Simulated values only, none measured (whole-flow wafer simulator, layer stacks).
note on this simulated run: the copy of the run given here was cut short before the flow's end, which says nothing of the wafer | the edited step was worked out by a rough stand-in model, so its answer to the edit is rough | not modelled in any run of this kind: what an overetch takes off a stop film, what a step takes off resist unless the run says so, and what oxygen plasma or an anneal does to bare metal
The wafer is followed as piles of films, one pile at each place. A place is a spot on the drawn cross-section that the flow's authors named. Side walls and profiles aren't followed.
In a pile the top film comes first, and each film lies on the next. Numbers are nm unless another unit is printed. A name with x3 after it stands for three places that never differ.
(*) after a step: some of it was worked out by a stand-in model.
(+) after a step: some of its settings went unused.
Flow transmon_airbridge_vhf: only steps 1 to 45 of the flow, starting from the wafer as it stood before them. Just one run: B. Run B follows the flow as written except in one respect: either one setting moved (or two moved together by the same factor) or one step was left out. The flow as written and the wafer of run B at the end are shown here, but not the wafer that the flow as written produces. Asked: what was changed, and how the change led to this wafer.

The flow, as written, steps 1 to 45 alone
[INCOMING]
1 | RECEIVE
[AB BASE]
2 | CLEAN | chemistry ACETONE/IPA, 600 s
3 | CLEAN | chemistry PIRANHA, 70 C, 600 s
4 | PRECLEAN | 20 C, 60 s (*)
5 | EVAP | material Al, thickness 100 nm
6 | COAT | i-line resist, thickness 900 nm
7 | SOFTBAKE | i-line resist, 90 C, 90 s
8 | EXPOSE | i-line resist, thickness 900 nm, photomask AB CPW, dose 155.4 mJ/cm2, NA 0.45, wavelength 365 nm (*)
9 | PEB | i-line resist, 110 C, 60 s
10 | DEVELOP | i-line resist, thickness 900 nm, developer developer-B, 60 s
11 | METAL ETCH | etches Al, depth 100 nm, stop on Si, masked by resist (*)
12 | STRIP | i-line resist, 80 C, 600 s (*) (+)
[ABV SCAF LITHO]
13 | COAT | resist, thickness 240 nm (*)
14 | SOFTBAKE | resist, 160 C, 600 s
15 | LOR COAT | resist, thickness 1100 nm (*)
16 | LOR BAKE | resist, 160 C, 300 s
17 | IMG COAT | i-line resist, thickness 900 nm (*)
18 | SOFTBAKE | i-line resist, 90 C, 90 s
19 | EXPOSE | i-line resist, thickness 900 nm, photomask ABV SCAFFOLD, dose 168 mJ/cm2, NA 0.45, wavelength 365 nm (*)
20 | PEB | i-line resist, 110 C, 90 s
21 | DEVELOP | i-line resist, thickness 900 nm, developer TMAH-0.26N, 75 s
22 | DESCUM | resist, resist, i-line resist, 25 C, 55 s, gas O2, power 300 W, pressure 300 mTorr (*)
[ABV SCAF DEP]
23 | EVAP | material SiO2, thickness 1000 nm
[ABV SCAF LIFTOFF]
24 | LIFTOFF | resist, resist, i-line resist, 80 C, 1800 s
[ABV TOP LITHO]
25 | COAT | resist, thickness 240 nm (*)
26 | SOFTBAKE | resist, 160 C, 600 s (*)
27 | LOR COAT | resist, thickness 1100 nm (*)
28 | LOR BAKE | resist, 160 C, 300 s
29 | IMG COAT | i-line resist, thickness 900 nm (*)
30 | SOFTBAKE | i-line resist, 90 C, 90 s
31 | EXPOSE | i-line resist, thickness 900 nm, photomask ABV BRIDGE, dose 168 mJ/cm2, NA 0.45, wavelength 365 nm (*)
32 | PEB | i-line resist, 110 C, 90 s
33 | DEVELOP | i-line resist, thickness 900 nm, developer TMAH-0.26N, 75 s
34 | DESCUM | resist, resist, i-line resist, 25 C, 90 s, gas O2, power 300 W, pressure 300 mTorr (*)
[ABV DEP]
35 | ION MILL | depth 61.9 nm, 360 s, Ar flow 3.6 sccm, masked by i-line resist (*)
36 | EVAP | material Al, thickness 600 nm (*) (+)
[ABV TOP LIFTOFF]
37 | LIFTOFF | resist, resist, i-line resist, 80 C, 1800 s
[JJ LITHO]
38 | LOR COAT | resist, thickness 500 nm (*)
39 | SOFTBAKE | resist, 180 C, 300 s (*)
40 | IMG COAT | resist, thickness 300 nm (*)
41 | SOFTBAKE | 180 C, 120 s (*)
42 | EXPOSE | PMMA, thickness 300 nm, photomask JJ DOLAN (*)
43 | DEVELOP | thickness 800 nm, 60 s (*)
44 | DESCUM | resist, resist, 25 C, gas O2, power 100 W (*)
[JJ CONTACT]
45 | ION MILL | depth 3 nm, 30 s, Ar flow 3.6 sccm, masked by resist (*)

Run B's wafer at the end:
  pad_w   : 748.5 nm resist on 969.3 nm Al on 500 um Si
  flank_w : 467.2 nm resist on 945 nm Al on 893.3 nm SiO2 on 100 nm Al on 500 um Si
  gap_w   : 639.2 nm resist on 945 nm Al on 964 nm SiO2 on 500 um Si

Cause: step 36, EVAP: thickness 945 nm was run, whereas the flow has thickness 600 nm.
One can read it off the wafer: flank_w has Al 945, and step 36 as written asks for 600 nm.

How this came from the change, step by step:
  36 | EVAP | material Al, thickness 600 nm (*) (+)
      field x3, jj_line, ground_far and 10 more: +945 Al (new film) (as written it would have been: +600 Al (new film))
      pad_w, pad_e: +931.2 Al (as written it would have been: +591.2 Al)
  37 | LIFTOFF | resist, resist, i-line resist, 80 C, 1800 s
      field x3, jj_line, trace_open_s x2: -945 Al (all of it), -600 i-line resist (all of it), -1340 resist (all of it) (as written it would have been: -600 Al (all of it), -600 i-line resist (all of it), -1340 resist (all of it))
      margin_s, margin_n: -945 Al (all of it), -318.3 i-line resist (all of it), -992 resist (all of it) (as written it would have been: -600 Al (all of it), -318.3 i-line resist (all of it), -992 resist (all of it))
      (also at 1 further place)
  38 | LOR COAT | resist, thickness 500 nm (*)
      pad_w, pad_e: +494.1 resist (new film) (as written it would have been: +517 resist (new film))
      flank_w, flank_e: +298 resist (new film) (as written it would have been: +306.5 resist (new film))
      (also at 6 further places)
  40 | IMG COAT | resist, thickness 300 nm (*)
      pad_w, pad_e: +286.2 resist (as written it would have been: +300.1 resist)
      flank_w, flank_e: +201 resist (as written it would have been: +212.1 resist)
      (also at 6 further places)
